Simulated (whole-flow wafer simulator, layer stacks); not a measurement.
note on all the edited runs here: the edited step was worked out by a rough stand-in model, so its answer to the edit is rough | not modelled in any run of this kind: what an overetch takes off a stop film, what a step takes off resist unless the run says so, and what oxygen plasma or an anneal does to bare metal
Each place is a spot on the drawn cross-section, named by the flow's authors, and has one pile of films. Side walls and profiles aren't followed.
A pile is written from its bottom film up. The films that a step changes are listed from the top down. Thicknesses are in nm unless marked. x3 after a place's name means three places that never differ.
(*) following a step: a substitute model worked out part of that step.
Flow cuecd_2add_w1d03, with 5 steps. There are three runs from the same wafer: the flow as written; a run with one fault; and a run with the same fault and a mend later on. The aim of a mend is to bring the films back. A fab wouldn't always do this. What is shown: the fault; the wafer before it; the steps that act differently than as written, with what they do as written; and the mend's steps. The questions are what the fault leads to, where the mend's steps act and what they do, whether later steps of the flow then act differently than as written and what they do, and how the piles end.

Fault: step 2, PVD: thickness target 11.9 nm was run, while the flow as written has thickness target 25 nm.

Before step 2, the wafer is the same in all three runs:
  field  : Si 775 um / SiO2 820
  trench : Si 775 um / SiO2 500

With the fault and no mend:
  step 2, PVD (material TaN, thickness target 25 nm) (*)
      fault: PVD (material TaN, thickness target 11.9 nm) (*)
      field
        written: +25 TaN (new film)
        fault: +11.9 TaN (new film)
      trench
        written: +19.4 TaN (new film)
        fault: +9.21 TaN (new film)
  Every later step of the flow that is run acts as written, at every place that is followed, to within 2% or 0.5 nm, whichever is larger.
  The piles end different from the flow's at field, trench by more than 2% or 0.5 nm, whichever is larger.
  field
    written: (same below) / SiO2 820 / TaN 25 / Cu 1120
    fault: (same below) / SiO2 820 / TaN 11.9 / Cu 1120
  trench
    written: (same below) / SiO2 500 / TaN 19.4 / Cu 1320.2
    fault: (same below) / SiO2 500 / TaN 9.21 / Cu 1316.6

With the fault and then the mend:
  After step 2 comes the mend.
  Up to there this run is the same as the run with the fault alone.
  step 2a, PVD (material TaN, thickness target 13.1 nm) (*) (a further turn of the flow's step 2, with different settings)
      field
        +13.1 TaN
      trench
        +10.1 TaN
  Every later step of the flow that is run acts as written, at every place that is followed, to within 2% or 0.5 nm, whichever is larger.
  The piles end only slightly different from the flow's at the places that both follow, by no more than 2% or 0.5 nm, whichever is larger.
